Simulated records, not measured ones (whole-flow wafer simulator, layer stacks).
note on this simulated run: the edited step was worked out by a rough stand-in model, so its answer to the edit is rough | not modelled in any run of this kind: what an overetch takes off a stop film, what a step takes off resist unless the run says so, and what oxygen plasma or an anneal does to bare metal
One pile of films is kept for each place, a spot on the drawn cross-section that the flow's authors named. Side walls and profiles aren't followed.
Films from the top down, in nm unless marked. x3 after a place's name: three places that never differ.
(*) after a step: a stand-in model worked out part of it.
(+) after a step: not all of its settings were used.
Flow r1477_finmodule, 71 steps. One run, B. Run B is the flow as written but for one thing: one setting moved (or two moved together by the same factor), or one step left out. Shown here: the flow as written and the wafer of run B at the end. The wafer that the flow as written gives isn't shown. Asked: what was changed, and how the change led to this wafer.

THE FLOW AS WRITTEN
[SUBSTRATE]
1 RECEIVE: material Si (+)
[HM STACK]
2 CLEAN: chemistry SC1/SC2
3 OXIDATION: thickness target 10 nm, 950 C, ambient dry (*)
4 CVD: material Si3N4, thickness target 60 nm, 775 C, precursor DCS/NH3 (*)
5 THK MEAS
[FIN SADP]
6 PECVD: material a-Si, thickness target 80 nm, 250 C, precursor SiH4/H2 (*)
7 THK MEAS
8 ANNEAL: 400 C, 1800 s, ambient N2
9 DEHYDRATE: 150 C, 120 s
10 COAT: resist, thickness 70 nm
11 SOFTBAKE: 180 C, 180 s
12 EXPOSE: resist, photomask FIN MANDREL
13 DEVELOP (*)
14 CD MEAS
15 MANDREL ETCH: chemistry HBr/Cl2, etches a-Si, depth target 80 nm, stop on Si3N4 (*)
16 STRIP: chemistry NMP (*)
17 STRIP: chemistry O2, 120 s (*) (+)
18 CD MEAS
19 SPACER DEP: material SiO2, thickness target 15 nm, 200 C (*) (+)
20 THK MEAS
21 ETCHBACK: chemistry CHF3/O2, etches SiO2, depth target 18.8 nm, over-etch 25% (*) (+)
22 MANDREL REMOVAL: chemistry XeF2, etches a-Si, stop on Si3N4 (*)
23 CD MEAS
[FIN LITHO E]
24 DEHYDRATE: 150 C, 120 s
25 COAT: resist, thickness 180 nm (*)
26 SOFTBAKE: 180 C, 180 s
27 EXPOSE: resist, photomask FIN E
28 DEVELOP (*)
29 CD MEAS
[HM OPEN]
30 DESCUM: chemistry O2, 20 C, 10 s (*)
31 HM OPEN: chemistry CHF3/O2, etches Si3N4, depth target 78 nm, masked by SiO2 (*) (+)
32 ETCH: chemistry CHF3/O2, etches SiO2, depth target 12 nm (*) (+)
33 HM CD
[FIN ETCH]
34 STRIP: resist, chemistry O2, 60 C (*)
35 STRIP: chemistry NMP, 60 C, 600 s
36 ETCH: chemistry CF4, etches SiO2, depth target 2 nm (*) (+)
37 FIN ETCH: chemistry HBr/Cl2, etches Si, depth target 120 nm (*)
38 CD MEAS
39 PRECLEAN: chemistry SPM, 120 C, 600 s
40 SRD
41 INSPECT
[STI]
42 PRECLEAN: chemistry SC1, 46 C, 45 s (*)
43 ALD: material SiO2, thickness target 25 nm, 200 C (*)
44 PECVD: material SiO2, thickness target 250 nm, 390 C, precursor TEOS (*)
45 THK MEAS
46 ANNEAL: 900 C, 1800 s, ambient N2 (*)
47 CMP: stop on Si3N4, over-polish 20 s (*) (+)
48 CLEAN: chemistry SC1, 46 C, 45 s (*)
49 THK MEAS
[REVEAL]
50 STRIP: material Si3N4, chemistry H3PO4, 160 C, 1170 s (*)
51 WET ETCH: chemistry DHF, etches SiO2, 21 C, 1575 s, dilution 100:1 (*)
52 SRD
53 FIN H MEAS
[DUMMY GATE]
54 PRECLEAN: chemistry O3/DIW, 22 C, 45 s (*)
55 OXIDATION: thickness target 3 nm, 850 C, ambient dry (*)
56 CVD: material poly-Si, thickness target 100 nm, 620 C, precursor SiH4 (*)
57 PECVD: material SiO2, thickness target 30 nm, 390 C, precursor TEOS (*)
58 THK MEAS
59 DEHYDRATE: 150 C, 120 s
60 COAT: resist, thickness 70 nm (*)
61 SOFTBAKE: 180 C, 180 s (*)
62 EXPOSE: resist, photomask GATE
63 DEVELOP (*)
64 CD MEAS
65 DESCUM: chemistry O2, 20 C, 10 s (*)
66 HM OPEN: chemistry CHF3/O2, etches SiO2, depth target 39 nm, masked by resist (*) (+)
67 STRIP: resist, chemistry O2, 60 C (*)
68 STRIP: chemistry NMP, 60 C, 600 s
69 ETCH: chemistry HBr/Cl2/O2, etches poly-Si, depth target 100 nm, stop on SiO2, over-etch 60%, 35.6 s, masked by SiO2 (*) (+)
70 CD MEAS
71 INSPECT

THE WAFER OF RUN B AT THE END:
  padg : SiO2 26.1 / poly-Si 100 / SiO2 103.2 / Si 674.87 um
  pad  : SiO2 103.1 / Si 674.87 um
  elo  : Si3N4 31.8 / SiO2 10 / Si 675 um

The cause: step 69, ETCH: depth target 74 nm was run, where the flow has depth target 100 nm; step 69, ETCH: 26.3 s was run, where the flow has 35.6 s.

How the change led to this, step by step:
  69 ETCH: chemistry HBr/Cl2/O2, etches poly-Si, depth target 100 nm, stop on SiO2, over-etch 60%, 35.6 s, masked by SiO2 (*) (+)
      padg, elg, esg and 15 more: SiO2 -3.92 (as written it would be: SiO2 -5.3)
